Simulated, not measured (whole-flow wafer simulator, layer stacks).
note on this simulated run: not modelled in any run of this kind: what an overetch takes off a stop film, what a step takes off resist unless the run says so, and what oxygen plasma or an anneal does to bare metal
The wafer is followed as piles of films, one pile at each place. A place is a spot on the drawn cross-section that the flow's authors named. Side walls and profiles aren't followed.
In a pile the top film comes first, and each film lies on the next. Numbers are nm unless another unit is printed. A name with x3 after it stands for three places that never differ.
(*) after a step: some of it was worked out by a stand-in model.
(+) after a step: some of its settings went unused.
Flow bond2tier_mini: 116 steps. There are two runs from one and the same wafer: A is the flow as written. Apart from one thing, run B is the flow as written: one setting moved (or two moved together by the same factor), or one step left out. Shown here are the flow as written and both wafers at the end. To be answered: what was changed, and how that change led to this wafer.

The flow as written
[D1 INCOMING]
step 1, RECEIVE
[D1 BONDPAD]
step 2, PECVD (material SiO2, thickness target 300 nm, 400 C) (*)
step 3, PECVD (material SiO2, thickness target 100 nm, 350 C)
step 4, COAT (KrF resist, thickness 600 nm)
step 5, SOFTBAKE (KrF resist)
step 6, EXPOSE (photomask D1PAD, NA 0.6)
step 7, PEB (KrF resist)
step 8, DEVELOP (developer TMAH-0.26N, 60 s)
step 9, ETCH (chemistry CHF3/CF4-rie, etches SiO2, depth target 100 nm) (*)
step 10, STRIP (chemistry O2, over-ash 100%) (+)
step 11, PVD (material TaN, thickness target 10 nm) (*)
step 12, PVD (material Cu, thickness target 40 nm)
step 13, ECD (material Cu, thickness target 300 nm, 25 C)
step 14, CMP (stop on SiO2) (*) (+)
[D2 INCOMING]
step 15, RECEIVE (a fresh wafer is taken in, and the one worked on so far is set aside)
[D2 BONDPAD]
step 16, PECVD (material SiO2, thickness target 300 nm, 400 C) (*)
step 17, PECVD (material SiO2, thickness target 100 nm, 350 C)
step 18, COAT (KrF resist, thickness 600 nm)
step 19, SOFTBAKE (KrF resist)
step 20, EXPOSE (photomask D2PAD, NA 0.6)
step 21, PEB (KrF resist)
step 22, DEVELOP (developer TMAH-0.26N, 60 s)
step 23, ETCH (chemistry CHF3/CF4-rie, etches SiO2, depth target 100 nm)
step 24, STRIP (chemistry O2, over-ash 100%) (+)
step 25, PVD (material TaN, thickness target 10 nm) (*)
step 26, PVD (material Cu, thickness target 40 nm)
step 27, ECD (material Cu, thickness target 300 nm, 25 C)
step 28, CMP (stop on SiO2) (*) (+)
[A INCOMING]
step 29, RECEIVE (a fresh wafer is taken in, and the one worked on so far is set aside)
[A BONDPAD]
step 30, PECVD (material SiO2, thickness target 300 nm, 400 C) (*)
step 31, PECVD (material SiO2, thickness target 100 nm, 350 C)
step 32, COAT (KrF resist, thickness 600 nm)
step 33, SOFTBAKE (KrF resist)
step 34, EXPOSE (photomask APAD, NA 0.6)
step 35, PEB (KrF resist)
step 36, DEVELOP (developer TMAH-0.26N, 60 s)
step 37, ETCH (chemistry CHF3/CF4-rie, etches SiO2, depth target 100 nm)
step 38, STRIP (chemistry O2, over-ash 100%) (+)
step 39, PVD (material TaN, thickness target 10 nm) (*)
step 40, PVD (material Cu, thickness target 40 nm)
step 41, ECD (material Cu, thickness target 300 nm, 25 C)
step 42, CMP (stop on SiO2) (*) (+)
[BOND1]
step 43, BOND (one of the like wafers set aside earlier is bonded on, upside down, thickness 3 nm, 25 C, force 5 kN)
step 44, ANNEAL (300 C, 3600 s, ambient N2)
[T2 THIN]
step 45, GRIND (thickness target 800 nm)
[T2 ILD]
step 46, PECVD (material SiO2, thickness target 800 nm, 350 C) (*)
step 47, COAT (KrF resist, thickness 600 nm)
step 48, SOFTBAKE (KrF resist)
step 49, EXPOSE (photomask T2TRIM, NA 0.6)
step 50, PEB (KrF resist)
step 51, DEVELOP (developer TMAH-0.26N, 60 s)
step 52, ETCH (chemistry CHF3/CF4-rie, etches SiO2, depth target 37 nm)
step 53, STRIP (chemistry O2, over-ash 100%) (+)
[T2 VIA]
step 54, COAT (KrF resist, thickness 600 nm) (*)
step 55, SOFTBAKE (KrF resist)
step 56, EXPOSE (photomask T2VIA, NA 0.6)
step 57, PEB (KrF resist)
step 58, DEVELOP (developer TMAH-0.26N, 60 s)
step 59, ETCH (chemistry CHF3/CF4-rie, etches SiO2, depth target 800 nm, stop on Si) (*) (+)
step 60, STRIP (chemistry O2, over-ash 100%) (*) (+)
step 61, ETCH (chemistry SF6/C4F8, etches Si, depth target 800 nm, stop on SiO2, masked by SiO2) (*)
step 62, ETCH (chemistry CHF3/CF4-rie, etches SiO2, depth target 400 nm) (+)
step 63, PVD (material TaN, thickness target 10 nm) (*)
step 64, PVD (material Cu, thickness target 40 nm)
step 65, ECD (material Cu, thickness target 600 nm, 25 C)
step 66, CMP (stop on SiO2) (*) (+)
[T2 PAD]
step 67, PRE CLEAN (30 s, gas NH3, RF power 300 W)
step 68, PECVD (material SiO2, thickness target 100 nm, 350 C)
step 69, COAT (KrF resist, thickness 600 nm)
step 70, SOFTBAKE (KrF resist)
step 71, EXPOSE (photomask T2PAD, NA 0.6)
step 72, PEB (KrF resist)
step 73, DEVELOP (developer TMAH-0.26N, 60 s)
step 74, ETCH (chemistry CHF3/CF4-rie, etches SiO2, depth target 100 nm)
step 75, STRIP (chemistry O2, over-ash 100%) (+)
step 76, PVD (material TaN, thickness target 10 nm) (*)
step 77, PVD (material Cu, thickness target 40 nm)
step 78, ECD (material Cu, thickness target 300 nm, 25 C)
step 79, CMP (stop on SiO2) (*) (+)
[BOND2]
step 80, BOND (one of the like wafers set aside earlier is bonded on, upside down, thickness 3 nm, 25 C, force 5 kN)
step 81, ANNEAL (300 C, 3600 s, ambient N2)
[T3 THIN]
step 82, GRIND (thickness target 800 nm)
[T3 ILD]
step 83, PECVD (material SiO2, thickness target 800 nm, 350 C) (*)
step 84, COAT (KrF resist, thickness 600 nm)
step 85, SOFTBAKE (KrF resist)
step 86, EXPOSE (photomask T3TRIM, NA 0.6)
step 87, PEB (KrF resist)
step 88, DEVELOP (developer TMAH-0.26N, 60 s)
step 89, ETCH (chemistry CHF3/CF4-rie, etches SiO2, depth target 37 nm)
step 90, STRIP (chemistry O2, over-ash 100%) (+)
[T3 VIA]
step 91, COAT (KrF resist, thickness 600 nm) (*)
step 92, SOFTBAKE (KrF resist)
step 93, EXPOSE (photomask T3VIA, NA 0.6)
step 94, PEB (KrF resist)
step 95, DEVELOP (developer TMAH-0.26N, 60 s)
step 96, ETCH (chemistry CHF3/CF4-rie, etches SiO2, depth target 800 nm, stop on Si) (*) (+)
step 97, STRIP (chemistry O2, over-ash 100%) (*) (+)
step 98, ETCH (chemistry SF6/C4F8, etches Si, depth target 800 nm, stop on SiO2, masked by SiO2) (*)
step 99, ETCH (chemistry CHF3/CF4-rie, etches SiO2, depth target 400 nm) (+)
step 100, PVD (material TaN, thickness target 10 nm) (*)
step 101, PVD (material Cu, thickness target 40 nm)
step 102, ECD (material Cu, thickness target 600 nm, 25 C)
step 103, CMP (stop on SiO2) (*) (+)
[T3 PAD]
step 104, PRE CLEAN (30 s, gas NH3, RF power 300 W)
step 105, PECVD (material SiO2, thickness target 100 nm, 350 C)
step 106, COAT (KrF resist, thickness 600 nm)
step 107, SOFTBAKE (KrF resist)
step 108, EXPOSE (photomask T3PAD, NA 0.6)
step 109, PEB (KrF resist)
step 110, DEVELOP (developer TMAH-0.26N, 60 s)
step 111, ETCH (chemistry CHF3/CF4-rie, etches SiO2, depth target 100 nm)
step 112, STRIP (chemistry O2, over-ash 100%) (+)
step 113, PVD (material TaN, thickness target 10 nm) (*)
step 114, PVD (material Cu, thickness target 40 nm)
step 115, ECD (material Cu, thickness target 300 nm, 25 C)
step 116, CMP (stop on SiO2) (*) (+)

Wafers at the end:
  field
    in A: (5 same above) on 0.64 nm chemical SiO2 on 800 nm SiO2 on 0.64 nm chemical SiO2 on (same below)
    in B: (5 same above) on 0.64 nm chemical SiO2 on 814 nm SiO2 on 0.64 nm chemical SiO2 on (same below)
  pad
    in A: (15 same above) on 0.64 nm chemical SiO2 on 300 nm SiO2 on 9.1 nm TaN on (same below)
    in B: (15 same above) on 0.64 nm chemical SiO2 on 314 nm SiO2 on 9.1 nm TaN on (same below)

Cause: step 3, PECVD: thickness target 114 nm was run, while the flow as written has thickness target 100 nm.

Step by step, how the change led to this:
  step 3, PECVD (material SiO2, thickness target 100 nm, 350 C)
      field, pad, via: A SiO2 gains 100 | B SiO2 gains 114
  step 43, BOND (one of the like wafers set aside earlier is bonded on, upside down, thickness 3 nm, 25 C, force 5 kN)
      field: A Si gains 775 um (new film), chemical SiO2 gains 0.64 (new film), SiO2 gains 400 | B Si gains 775 um (new film), chemical SiO2 gains 0.64 (new film), SiO2 gains 414
      pad: A Si gains 775 um (new film), chemical SiO2 gains 0.64 (new film), SiO2 gains 300 (new film), TaN gains 9.1 (new film), Cu gains 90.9 | B Si gains 775 um (new film), chemical SiO2 gains 0.64 (new film), SiO2 gains 314 (new film), TaN gains 9.1 (new film), Cu gains 90.9
      (also at 1 further place)
